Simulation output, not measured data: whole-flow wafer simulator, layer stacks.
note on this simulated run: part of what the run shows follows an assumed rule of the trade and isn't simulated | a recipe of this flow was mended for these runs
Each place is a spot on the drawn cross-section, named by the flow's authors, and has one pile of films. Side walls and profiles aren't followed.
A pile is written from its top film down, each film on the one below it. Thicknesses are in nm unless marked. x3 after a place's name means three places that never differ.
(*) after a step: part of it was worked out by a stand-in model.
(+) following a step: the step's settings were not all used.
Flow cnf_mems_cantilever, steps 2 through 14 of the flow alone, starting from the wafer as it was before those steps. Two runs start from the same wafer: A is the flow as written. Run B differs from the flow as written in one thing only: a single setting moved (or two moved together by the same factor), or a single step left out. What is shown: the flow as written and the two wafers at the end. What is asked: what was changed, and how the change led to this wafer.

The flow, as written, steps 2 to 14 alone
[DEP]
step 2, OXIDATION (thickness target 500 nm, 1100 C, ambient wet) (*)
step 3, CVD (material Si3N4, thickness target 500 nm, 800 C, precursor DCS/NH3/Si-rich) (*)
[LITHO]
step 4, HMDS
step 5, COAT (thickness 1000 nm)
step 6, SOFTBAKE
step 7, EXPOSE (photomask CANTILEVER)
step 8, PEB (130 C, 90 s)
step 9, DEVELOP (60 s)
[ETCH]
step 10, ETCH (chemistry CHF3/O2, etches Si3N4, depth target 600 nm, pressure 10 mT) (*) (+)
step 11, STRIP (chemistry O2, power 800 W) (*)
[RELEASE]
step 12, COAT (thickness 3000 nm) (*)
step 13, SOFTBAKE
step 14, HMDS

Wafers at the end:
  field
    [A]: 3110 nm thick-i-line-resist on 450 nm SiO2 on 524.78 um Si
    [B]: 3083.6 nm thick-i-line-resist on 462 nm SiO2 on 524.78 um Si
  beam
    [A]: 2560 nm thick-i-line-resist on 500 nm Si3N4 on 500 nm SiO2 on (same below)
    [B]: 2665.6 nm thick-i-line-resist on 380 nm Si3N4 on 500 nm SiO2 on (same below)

What caused this: step 3, CVD: thickness target 380 nm was run, while the flow as written has thickness target 500 nm; step 10, ETCH: depth target 456 nm was run, where the flow has depth target 600 nm.
One can read it off the wafer: beam has Si3N4 380, and step 3 as written asks for 500 nm.

How this came from the change, step by step:
  step 3, CVD (material Si3N4, thickness target 500 nm, 800 C, precursor DCS/NH3/Si-rich) (*)
      field, beam: A Si3N4 gains 500 (new film) | B Si3N4 gains 380 (new film)
  step 10, ETCH (chemistry CHF3/O2, etches Si3N4, depth target 600 nm, pressure 10 mT) (*) (+)
      field: A Si3N4 loses 500 (all of it), SiO2 loses 50 | B Si3N4 loses 380 (all of it), SiO2 loses 38
      beam: A KrF-resist loses 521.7 | B KrF-resist loses 396.5
  step 11, STRIP (chemistry O2, power 800 W) (*)
      beam: A KrF-resist loses 460.9 (all of it) | B KrF-resist loses 586.1 (all of it)
  step 12, COAT (thickness 3000 nm) (*)
      beam: A thick-i-line-resist gains 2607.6 (new film) | B thick-i-line-resist gains 2700.1 (new film)
  step 13, SOFTBAKE
      field: A thick-i-line-resist gains 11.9 | B thick-i-line-resist gains 8.63
      beam: A thick-i-line-resist loses 47.6 | B thick-i-line-resist loses 34.5
